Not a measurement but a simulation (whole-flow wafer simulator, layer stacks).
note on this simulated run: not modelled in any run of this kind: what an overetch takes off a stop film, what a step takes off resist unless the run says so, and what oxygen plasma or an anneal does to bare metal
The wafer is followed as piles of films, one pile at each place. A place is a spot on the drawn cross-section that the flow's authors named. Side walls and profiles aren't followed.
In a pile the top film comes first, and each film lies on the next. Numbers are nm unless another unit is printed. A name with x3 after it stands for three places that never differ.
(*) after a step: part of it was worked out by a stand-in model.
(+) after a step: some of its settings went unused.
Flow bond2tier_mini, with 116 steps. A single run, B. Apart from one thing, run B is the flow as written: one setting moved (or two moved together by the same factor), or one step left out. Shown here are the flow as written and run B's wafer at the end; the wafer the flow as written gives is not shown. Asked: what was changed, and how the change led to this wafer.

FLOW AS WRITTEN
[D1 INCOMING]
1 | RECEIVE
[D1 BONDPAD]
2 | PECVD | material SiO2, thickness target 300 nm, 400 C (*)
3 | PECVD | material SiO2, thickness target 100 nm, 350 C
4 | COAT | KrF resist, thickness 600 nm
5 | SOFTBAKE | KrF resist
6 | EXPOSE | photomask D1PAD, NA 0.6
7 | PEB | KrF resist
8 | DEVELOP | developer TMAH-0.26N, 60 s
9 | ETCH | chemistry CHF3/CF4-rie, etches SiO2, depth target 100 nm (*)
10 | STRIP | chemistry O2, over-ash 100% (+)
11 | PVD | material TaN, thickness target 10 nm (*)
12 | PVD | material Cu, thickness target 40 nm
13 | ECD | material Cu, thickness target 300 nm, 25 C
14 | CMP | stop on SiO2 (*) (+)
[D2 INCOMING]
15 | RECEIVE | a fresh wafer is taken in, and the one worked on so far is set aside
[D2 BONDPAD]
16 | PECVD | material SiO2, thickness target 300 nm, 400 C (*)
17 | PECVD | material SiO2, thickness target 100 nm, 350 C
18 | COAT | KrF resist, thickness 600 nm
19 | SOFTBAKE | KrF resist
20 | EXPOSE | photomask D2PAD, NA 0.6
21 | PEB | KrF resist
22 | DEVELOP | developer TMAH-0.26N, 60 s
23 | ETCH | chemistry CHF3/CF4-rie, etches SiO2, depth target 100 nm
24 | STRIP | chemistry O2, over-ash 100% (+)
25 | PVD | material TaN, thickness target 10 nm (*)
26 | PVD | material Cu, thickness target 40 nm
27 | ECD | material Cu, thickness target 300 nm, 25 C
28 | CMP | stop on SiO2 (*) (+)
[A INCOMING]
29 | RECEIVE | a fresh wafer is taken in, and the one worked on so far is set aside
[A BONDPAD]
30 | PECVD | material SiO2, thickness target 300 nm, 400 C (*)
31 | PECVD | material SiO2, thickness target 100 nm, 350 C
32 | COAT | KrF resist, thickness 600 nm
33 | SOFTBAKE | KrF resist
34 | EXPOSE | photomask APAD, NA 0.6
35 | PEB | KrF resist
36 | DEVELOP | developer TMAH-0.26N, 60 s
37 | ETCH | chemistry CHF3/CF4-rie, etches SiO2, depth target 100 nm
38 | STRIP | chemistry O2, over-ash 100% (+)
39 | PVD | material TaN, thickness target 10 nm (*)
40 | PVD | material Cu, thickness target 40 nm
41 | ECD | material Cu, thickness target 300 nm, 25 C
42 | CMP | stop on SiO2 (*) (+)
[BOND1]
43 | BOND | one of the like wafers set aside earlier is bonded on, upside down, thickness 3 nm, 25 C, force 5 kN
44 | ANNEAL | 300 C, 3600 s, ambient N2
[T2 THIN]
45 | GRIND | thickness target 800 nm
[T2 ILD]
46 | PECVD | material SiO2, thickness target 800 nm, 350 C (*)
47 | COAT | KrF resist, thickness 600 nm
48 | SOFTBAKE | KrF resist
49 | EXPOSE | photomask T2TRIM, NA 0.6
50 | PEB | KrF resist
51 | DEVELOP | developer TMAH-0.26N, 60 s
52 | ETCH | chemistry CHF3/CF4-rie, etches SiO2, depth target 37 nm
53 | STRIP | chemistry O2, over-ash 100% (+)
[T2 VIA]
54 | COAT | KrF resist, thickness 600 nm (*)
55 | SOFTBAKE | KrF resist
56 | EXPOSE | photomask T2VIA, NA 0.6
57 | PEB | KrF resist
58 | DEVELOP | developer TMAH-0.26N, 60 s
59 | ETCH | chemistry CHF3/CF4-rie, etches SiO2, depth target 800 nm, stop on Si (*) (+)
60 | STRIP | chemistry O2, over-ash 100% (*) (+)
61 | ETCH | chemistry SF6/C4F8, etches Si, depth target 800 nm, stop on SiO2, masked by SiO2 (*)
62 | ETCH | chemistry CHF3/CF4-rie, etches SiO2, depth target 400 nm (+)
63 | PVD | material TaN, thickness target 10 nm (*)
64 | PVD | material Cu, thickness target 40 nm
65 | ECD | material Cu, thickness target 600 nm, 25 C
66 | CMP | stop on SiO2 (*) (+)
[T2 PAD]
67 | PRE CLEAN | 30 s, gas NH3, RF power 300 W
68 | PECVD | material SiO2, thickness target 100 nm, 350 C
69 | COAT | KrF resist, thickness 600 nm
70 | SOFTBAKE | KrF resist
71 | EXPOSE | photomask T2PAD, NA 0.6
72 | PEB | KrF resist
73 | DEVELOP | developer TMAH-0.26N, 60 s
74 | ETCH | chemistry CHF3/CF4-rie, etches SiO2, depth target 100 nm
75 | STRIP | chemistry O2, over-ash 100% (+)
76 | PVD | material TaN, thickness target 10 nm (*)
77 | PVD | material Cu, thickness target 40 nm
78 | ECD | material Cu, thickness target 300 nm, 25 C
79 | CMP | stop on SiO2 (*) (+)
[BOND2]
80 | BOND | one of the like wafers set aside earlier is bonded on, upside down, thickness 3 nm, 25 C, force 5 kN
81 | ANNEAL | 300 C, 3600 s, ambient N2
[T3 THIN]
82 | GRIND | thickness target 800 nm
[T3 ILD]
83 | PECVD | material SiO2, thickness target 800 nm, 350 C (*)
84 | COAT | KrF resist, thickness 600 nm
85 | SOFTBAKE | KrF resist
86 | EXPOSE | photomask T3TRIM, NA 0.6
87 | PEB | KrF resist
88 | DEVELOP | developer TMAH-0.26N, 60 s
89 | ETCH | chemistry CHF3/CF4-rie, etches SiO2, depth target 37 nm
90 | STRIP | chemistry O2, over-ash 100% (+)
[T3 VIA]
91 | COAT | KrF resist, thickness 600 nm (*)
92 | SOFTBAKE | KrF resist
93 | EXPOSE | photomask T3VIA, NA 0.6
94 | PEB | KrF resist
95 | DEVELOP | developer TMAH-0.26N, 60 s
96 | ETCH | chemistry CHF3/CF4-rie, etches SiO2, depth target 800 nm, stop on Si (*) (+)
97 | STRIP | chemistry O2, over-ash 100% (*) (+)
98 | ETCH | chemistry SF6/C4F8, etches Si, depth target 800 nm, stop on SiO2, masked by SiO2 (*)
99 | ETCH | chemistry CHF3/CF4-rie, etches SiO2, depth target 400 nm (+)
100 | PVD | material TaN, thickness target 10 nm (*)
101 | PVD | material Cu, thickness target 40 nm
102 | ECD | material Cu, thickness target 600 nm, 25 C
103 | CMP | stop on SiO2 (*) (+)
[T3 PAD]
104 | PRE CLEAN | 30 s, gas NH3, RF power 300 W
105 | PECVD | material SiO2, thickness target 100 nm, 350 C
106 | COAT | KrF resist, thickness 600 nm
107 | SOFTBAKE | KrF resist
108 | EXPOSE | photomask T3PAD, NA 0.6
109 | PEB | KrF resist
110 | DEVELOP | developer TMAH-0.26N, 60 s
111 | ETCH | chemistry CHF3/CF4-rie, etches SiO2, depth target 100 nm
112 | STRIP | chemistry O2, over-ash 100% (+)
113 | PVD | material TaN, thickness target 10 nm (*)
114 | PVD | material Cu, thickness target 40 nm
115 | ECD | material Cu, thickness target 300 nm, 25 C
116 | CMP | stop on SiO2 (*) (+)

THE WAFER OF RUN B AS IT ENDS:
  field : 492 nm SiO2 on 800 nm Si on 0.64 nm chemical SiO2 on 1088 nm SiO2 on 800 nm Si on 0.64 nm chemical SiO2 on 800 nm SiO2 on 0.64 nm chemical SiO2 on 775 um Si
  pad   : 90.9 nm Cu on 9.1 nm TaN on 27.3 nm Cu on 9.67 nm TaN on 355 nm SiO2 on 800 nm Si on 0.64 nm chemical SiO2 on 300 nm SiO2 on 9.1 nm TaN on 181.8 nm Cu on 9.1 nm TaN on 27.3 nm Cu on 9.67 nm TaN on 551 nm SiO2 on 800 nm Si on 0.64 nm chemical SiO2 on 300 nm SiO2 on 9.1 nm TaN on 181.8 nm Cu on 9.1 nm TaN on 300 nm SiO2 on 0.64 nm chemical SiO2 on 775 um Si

The reason: step 62, ETCH: depth target 204 nm was run, though the flow has depth target 400 nm.

The path from the change to this, step by step:
  62 | ETCH | chemistry CHF3/CF4-rie, etches SiO2, depth target 400 nm (+)
      field, pad: -204 SiO2 (as written it would have been: -400 SiO2)
